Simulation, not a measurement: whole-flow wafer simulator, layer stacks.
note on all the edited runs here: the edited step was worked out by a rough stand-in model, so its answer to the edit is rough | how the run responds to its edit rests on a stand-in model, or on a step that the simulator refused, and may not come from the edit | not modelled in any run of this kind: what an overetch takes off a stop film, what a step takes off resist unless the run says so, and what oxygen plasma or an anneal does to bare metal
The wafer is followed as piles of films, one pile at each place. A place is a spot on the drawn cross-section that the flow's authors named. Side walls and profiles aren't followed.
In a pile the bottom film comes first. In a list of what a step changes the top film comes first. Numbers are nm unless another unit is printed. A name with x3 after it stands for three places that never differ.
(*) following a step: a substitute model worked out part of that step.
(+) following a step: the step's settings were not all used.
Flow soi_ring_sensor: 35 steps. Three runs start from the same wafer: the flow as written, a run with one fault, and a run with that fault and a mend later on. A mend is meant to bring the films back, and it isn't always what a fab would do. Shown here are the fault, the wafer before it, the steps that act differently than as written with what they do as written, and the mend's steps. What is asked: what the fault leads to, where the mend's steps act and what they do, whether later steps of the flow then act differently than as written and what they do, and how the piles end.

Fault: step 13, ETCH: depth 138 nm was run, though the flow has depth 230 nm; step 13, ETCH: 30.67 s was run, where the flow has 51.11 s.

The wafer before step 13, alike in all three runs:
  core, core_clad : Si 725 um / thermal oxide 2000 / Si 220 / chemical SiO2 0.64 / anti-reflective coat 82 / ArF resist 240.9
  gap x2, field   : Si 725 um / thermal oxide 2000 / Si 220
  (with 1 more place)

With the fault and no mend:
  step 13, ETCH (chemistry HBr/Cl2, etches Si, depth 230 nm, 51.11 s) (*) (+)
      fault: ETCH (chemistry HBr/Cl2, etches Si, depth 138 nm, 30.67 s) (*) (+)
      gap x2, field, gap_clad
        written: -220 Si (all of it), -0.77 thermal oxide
        fault: -138 Si
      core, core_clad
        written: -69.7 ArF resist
        fault: -41.8 ArF resist
  Later steps of the flow acting differently than as written (1 more step, not shown, differs only slightly: by at most 2% or 0.5 nm, whichever is larger):
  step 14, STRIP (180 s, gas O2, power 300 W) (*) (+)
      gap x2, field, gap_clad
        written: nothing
        fault: +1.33 chemical SiO2 (new film), -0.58 Si
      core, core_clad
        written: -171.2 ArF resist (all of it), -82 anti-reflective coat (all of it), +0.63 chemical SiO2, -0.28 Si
        fault: -199.1 ArF resist (all of it), -82 anti-reflective coat (all of it), +0.62 chemical SiO2, -0.27 Si
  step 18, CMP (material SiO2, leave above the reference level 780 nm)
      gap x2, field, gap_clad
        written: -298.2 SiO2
        fault: -381.8 SiO2
  At field, the piles at the end differ from the flow's by more than 2% or 0.5 nm, whichever is larger.
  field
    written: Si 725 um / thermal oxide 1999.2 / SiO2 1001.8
    fault: Si 725 um / thermal oxide 2000 / Si 81.4 / chemical SiO2 1.33 / SiO2 918.2

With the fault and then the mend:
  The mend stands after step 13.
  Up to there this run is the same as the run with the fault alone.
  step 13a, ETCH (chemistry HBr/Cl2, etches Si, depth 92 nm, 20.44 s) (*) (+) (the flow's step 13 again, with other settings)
      gap x2, field, gap_clad
        -82 Si (all of it), -0.77 thermal oxide
      core, core_clad
        -27.9 ArF resist
  Every later step of the flow that is run acts as written at every place that is followed.
  At every place that both follow, the piles at the end match the flow's.
